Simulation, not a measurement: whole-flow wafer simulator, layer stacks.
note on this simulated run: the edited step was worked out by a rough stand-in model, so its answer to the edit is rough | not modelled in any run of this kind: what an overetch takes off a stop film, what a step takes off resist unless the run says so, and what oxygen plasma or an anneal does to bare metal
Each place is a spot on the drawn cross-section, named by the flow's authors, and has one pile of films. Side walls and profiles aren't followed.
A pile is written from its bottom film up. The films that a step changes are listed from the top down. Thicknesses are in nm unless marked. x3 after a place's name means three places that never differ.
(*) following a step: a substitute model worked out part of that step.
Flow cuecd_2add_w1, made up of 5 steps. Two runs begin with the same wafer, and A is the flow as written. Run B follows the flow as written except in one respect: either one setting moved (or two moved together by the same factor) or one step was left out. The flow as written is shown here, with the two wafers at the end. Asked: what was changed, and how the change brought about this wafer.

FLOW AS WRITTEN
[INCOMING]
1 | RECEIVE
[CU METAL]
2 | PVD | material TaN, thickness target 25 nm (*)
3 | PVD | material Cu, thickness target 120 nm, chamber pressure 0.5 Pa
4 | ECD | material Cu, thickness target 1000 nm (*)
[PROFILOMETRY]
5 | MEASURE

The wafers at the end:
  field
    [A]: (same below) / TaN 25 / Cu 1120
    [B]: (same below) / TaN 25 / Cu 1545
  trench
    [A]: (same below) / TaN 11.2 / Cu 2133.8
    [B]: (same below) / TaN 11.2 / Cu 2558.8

What caused this: step 4, ECD: thickness target 1425 nm was run, while the flow as written has thickness target 1000 nm.

How this came from the change, step by step:
  4 | ECD | material Cu, thickness target 1000 nm (*)
      field: A +1000 Cu | B +1425 Cu
      trench: A +2080.2 Cu | B +2505.2 Cu
